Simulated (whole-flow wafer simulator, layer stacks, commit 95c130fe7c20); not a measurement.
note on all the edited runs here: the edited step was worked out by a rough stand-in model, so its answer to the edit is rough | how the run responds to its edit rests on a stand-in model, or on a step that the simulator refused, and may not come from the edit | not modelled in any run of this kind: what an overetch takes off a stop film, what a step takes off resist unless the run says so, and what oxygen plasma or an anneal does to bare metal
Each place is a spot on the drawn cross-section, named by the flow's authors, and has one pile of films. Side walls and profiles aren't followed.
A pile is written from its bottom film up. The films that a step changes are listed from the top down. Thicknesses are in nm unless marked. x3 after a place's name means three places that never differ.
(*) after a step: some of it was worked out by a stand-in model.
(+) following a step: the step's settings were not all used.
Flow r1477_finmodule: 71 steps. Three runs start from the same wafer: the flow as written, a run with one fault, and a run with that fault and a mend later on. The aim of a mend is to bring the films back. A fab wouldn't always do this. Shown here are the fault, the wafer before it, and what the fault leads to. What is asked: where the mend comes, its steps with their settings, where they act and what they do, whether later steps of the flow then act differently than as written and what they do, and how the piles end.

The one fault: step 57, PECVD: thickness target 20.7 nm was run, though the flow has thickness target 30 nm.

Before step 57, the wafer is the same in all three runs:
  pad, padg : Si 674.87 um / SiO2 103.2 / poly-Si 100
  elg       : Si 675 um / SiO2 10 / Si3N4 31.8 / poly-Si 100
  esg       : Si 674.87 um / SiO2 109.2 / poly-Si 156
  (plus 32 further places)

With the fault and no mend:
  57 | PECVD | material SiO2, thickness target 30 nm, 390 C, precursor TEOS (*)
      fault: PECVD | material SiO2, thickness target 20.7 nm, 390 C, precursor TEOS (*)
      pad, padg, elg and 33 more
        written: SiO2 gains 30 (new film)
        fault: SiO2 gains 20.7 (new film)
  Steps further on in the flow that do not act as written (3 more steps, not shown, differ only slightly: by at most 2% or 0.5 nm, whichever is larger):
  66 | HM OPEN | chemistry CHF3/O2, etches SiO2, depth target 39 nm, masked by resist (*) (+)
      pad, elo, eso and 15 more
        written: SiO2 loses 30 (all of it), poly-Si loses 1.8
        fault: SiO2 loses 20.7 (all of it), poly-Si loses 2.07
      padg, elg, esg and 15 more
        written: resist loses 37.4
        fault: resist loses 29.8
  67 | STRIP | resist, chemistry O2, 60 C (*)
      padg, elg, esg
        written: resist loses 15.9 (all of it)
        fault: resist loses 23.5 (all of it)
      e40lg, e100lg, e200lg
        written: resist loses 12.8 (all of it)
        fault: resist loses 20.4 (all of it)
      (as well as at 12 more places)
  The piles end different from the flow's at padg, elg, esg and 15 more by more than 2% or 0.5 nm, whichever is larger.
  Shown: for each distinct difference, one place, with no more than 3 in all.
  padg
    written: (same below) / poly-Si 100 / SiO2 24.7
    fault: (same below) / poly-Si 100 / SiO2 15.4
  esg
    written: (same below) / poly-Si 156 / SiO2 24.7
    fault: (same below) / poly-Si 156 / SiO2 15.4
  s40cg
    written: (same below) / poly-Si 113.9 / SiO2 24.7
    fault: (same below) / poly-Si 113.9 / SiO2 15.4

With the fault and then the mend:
  The mend follows step 64.
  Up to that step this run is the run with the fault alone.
  64a | STRIP | resist, chemistry O2, 60 C
      padg, elg, esg
        resist loses 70 (all of it)
      e40lg, e100lg, e200lg
        resist loses 66.9 (all of it)
      s40sg, s45sg
        resist loses 91 (all of it)
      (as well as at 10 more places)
  64b | PECVD | material SiO2, thickness target 9.3 nm, 390 C, precursor TEOS (*) (the flow's step 57, run once more with other settings)
      pad, padg, elg and 33 more
        SiO2 gains 9.3
  64c | COAT | resist, thickness 70 nm (*) (the flow's step 60, run once more)
      e40lg, e100lg, e200lg, elo, e40lo, e100lo, e200lo
        resist gains 66.9 (new film)
      pad, padg, elg, esg
        resist gains 70 (new film)
      s40sg, s45sg, s40so, s45so
        resist gains 91 (new film)
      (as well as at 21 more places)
  64d | SOFTBAKE | 180 C, 180 s (*) (the flow's step 61, run once more)
      does not change any film at any place that is followed
  64e | EXPOSE | resist, photomask GATE (the flow's step 62, run once more)
      does not change any film at any place that is followed
  64f | DEVELOP (*) (the flow's step 63, run once more)
      elo, e40lo, e100lo, e200lo
        resist loses 66.9 (all of it)
      eso, e40so
        resist loses 129.5 (all of it)
      s40so, s45so
        resist loses 91 (all of it)
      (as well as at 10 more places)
  Every later step of the flow that is run acts as written at every place that is followed.
  By the end, the piles equal the flow's at every place that both follow.
